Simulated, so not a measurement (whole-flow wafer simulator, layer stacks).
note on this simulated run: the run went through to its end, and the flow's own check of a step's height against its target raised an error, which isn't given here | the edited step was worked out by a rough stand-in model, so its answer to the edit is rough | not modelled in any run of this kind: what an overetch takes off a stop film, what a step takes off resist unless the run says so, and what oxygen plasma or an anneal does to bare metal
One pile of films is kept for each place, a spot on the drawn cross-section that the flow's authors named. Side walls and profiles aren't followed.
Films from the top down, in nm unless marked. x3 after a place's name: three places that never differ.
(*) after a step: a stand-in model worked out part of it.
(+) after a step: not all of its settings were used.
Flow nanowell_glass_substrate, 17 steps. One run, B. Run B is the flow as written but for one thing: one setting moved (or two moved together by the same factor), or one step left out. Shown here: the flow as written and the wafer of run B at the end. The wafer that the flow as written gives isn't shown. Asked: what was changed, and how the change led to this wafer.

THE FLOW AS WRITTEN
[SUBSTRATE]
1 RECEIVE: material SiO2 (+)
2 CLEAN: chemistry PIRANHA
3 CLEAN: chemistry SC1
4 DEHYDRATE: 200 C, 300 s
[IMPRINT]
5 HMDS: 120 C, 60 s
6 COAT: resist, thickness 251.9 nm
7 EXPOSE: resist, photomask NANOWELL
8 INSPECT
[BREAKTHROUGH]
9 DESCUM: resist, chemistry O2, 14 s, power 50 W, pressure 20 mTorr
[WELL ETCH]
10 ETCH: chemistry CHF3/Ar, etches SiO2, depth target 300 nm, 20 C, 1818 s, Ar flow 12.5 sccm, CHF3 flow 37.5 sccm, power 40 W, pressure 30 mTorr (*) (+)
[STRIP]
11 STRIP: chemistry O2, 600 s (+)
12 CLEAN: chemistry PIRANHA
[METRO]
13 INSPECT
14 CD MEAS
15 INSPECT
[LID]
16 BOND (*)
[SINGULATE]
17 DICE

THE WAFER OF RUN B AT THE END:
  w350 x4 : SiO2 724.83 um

The cause: step 10, ETCH: depth target 172 nm was run, where the flow has depth target 300 nm; step 10, ETCH: 1045 s was run, where the flow has 1818 s.

How the change led to this, step by step:
  10 ETCH: chemistry CHF3/Ar, etches SiO2, depth target 300 nm, 20 C, 1818 s, Ar flow 12.5 sccm, CHF3 flow 37.5 sccm, power 40 W, pressure 30 mTorr (*) (+)
      w350 x4: SiO2 -172 (as written it would be: SiO2 -300)
      land: resist -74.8 (as written it would be: resist -130.4)
  11 STRIP: chemistry O2, 600 s (+)
      land: resist -181.6 (all of it) (as written it would be: resist -125.9 (all of it))
